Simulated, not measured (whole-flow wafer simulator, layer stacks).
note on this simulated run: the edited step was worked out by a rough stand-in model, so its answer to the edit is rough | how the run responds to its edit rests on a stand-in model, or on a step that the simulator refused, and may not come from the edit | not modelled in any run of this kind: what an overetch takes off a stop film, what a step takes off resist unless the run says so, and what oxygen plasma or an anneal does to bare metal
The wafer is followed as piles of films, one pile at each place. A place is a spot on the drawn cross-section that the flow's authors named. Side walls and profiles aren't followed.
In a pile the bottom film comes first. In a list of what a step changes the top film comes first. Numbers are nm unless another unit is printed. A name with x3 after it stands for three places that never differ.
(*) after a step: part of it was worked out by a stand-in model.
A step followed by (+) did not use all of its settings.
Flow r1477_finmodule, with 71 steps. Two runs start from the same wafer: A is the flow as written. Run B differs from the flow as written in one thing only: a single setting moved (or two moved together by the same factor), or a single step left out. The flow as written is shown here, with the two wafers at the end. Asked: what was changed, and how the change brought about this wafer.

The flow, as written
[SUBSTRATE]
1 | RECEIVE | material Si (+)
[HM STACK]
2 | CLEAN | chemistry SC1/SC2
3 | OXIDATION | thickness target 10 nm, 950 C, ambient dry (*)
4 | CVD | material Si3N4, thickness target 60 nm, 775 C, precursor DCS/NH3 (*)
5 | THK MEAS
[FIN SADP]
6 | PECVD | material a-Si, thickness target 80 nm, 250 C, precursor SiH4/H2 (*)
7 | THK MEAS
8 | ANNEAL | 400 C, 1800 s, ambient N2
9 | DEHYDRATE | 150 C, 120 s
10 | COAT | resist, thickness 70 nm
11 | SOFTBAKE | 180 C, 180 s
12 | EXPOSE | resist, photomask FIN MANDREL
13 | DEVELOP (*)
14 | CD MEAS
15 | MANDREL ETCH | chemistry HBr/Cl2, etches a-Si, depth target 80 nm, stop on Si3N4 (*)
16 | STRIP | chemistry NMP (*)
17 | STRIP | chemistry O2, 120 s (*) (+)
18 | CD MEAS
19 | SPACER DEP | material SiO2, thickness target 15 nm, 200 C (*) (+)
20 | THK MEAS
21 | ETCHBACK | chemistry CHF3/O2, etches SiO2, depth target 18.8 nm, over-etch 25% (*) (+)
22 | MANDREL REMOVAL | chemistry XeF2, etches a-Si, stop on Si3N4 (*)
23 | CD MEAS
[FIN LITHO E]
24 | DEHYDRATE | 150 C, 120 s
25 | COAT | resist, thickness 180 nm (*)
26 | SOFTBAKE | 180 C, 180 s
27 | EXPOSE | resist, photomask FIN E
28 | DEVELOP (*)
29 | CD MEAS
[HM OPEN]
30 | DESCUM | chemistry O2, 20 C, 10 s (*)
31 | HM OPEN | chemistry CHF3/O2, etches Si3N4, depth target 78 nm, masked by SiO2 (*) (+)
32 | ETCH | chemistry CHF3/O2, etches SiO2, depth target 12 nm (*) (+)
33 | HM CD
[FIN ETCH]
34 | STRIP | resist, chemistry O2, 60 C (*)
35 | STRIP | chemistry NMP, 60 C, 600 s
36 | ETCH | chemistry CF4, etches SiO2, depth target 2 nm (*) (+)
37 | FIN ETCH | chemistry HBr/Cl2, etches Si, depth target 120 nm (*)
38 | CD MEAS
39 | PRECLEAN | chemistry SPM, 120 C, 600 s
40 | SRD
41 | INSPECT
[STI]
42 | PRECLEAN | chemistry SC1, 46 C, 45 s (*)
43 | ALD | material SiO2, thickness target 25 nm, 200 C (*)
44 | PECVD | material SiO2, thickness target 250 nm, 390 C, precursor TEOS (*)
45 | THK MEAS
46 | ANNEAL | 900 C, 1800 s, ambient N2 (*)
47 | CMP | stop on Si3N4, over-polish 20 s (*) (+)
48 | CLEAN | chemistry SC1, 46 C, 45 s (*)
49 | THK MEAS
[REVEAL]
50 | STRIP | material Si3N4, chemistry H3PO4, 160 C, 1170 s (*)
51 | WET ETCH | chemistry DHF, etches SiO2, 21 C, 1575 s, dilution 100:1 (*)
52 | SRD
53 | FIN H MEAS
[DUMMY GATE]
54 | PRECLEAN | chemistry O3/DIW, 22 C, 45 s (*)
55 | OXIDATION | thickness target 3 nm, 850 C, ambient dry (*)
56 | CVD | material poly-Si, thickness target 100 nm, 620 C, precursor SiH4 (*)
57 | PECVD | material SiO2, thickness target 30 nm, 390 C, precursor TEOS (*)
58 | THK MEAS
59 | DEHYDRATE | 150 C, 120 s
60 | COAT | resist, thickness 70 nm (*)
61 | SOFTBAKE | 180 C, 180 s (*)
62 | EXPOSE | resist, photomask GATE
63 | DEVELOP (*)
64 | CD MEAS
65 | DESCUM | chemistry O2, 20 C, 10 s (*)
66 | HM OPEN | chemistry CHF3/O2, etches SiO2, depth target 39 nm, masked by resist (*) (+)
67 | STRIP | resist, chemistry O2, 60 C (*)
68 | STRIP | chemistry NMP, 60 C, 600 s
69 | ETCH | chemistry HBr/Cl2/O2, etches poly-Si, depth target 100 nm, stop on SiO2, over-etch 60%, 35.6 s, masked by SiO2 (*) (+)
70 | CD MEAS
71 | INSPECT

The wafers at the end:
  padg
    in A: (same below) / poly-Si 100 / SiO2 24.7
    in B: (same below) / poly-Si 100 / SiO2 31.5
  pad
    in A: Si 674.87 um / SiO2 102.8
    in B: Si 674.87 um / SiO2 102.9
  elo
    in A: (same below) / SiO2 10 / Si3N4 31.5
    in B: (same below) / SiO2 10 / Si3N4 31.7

Cause: step 57, PECVD: thickness target 36.8 nm was run, whereas the flow has thickness target 30 nm.

How this came from the change, step by step:
  57 | PECVD | material SiO2, thickness target 30 nm, 390 C, precursor TEOS (*)
      pad, padg, elg and 33 more: A +30 SiO2 (new film) | B +36.8 SiO2 (new film)
  66 | HM OPEN | chemistry CHF3/O2, etches SiO2, depth target 39 nm, masked by resist (*) (+)
      pad, elo, eso and 15 more: A -30 SiO2 (all of it), -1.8 poly-Si | B -36.8 SiO2 (all of it), -0.44 poly-Si
